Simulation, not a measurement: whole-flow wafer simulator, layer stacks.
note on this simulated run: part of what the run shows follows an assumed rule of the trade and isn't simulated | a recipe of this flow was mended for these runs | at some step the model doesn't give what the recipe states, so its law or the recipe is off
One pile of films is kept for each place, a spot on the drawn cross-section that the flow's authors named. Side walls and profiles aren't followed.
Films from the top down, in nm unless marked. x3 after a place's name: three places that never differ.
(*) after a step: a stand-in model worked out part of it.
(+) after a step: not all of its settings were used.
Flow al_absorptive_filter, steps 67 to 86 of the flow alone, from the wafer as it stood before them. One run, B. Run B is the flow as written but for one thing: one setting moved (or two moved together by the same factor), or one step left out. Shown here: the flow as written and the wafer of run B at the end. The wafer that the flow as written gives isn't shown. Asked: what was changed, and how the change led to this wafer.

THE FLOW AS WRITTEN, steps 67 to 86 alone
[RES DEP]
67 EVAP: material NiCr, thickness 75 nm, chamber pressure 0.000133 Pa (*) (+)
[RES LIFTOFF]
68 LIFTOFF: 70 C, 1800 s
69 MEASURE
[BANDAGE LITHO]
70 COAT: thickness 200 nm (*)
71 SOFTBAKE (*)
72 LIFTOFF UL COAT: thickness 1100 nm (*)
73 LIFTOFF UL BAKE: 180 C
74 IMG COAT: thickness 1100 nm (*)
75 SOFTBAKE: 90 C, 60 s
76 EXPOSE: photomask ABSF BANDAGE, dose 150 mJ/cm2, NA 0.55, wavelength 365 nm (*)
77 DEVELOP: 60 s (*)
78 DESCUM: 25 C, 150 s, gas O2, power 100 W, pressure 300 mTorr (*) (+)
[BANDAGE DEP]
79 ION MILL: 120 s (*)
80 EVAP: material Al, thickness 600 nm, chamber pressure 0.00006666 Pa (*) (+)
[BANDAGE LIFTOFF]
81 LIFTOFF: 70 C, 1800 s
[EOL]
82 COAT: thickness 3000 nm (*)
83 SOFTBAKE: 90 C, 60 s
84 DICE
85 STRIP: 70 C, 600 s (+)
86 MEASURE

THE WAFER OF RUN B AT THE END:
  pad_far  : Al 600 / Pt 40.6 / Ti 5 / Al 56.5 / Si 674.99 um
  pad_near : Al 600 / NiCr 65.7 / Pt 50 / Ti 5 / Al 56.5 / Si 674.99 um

The cause: step 79, ION MILL: 77 s was run, where the flow has 120 s.

How the change led to this, step by step:
  79 ION MILL: 120 s (*)
      gnd, ledge, res and 9 more: i-line-resist -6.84 (as written it would be: i-line-resist -10.7)
      pad_far: Pt -9.41 (as written it would be: Pt -14.7)
      (and at 1 more place)
